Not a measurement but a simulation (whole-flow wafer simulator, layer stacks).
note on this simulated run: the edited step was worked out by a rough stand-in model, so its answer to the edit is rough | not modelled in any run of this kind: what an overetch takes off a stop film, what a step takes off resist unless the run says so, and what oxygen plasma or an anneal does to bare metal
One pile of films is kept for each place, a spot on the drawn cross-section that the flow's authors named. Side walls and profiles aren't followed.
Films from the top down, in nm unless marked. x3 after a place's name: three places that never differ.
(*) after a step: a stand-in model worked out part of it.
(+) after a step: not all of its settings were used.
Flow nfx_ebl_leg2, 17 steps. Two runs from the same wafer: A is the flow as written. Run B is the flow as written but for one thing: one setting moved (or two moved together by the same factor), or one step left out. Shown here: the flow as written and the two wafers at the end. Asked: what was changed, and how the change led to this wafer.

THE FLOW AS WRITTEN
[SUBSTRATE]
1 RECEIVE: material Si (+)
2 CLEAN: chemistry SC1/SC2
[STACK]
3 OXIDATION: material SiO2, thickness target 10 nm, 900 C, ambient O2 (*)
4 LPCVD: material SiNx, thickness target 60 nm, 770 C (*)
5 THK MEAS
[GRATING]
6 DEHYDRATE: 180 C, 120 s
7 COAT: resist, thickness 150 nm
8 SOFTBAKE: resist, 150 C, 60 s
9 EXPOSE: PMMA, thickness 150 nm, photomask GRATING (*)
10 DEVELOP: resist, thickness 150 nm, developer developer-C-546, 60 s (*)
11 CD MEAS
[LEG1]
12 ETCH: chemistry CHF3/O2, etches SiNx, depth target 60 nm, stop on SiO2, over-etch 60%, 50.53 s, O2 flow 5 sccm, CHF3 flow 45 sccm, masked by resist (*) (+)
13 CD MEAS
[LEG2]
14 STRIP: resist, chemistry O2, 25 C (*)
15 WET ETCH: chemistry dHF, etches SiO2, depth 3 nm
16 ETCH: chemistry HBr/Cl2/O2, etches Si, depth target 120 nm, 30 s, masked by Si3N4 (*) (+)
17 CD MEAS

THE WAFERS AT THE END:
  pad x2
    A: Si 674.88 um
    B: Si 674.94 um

The cause: step 16, ETCH: depth target 60 nm was run, where the flow has depth target 120 nm.

How the change led to this, step by step:
  16 ETCH: chemistry HBr/Cl2/O2, etches Si, depth target 120 nm, 30 s, masked by Si3N4 (*) (+)
      pad x2: A Si -120 | B Si -60
